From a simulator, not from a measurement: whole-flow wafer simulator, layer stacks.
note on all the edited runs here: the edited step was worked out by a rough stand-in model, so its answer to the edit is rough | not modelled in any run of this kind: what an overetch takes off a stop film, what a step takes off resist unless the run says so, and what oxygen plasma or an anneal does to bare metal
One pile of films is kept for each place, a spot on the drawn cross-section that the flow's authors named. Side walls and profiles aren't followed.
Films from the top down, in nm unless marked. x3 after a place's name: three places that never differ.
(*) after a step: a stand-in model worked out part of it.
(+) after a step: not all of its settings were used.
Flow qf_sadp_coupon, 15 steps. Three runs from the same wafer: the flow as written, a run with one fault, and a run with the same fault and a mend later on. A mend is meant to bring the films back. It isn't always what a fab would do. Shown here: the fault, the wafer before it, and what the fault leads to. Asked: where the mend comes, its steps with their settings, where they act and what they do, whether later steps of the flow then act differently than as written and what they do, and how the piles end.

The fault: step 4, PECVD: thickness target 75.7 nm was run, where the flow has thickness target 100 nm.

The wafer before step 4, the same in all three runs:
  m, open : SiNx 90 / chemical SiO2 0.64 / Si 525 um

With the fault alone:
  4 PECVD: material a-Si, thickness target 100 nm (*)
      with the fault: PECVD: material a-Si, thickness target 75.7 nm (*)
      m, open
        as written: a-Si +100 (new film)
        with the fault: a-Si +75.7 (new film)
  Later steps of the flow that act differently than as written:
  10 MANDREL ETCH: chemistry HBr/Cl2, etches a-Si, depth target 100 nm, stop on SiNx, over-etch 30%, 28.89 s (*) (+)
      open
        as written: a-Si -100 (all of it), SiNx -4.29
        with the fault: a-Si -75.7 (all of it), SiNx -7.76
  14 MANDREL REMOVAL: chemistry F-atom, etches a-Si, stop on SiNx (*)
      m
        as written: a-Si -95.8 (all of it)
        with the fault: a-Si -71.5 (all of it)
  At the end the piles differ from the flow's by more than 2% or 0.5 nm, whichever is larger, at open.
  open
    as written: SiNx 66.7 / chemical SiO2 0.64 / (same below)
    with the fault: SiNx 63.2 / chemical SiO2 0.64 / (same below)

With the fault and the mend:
  The mend comes after step 4.
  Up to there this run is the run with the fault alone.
  4a ETCH: chemistry tmah, depth target 87.05 nm
      m, open
        a-Si -75.7 (all of it)
  4b PECVD: material a-Si, thickness target 100 nm (*) (the flow's step 4 once more)
      m, open
        a-Si +100 (new film)
  No later step of the flow acts differently than as written at any place that is followed.
  At the end the piles are the same as the flow's at every place that both follow.
